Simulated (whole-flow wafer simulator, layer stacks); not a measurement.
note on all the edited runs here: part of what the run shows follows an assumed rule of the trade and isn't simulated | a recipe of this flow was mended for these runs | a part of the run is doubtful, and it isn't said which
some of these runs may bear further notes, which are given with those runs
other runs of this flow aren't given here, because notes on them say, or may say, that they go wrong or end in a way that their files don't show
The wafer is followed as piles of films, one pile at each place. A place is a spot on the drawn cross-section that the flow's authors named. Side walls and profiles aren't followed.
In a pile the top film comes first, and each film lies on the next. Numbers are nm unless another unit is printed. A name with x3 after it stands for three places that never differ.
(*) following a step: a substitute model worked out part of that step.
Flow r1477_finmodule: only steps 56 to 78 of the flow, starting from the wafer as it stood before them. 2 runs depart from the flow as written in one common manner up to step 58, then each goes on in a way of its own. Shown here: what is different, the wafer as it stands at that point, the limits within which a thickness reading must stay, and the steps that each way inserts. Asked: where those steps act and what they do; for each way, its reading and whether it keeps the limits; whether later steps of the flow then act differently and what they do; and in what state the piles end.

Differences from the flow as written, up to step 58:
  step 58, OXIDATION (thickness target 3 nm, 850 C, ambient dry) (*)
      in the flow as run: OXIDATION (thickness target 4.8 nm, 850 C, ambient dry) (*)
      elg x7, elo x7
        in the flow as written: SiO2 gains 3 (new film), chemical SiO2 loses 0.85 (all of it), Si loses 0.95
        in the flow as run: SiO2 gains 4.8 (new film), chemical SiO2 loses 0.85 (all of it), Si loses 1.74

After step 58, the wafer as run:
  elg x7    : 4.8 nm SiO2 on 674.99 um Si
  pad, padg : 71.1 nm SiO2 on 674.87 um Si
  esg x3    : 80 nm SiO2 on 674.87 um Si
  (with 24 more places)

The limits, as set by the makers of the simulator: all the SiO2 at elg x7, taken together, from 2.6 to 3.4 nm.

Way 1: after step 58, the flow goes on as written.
  After step 58, the reading is 4.8 nm, outside the limits.
  Steps further on in the flow that do not act as written (3 other steps are not shown; they differ only slightly, by no more than 2% or 0.5 nm, whichever is larger):
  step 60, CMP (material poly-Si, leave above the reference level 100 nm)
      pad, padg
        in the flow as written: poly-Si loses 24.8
        going this way: poly-Si loses 23.8
  By the end, the piles at elg x7, elo x7 depart from the flow's by more than 2% or 0.5 nm, whichever is larger.
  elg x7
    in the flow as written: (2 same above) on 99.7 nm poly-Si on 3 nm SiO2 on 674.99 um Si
    going this way: (2 same above) on 99.7 nm poly-Si on 4.8 nm SiO2 on 674.99 um Si
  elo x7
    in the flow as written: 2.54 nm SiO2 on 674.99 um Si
    going this way: 4.34 nm SiO2 on 674.99 um Si

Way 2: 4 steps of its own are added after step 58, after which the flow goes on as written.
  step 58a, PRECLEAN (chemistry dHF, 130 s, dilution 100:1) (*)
      esg x3, e200sg, s40cg x3, s40sg x3, eso x3, e200so, s40co x3, s40so x3
        SiO2 loses 6.8
      elg x7, elo x7
        SiO2 loses 4.8 (all of it)
      pad, padg
        SiO2 loses 7.37
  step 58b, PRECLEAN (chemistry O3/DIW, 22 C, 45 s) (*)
      elg x7, elo x7
        chemical SiO2 gains 0.84 (new film), Si loses 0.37
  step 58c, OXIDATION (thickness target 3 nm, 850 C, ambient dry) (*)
      elg x7, elo x7
        SiO2 gains 3 (new film), chemical SiO2 loses 0.84 (all of it), Si loses 0.95
      esg x3, e200sg, s40sg x3, eso x3, e200so, s40so x3
        SiO2 gains 0.6, Si loses 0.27
      s40cg x3, s40co x3
        SiO2 gains 0.61, Si loses 0.27
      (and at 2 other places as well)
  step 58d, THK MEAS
      does not change any film at any place that is followed
  After step 58d, the reading is 3 nm, within the limits.
  Steps further on in the flow that do not act as written (1 other step is not shown; it differs only slightly, by no more than 2% or 0.5 nm, whichever is larger):
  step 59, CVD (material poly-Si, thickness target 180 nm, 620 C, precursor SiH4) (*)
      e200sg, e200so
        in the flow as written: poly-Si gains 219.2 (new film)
        going this way: poly-Si gains 230.6 (new film)
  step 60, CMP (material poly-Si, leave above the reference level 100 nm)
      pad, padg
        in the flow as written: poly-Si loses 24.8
        going this way: poly-Si loses 19.9
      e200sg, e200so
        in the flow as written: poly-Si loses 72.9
        going this way: poly-Si loses 80
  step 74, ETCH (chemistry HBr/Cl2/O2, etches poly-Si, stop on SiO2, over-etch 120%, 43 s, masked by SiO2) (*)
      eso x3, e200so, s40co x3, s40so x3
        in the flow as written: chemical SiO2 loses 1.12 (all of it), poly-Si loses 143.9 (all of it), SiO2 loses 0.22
        going this way: chemical SiO2 loses 1.12 (all of it), poly-Si loses 148.2 (all of it), SiO2 loses 0.19
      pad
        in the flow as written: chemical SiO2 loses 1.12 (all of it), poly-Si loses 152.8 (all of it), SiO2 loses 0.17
        going this way: chemical SiO2 loses 1.12 (all of it), poly-Si loses 157.7 (all of it), SiO2 loses 0.15
  By the end, the piles at pad, padg, esg x3 and 17 more depart from the flow's by more than 2% or 0.5 nm, whichever is larger.
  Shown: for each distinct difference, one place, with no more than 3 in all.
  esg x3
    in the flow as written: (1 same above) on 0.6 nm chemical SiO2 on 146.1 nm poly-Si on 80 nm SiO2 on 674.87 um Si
    going this way: (1 same above) on 0.6 nm chemical SiO2 on 150.4 nm poly-Si on 73.8 nm SiO2 on 674.87 um Si
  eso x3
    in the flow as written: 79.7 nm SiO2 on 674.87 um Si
    going this way: 73.6 nm SiO2 on 674.87 um Si
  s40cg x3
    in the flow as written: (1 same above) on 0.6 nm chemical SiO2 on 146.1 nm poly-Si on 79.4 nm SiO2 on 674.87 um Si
    going this way: (1 same above) on 0.6 nm chemical SiO2 on 150.4 nm poly-Si on 73.2 nm SiO2 on 674.87 um Si

The limits are kept by: way 2. They are not kept by: way 1.
